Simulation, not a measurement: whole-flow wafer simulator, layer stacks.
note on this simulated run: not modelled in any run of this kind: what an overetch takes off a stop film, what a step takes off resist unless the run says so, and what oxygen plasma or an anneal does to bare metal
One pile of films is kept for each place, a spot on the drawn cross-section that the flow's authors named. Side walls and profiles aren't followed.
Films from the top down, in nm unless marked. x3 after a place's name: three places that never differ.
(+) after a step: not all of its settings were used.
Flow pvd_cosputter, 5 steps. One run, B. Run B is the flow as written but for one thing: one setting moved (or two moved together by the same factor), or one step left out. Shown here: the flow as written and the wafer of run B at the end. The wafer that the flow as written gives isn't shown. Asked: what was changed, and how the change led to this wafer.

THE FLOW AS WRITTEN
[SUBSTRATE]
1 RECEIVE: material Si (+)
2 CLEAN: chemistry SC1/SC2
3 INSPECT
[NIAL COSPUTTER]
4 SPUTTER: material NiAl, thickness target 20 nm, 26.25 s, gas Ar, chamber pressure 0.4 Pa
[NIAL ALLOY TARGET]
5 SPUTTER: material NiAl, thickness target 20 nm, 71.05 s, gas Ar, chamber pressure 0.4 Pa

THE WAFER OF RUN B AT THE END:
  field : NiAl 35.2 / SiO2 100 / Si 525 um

The cause: step 5, SPUTTER: thickness target 15.18 nm was run, where the flow has thickness target 20 nm; step 5, SPUTTER: 53.93 s was run, where the flow has 71.05 s.

How the change led to this, step by step:
  5 SPUTTER: material NiAl, thickness target 20 nm, 71.05 s, gas Ar, chamber pressure 0.4 Pa
      field: NiAl +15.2 (as written it would be: NiAl +20)
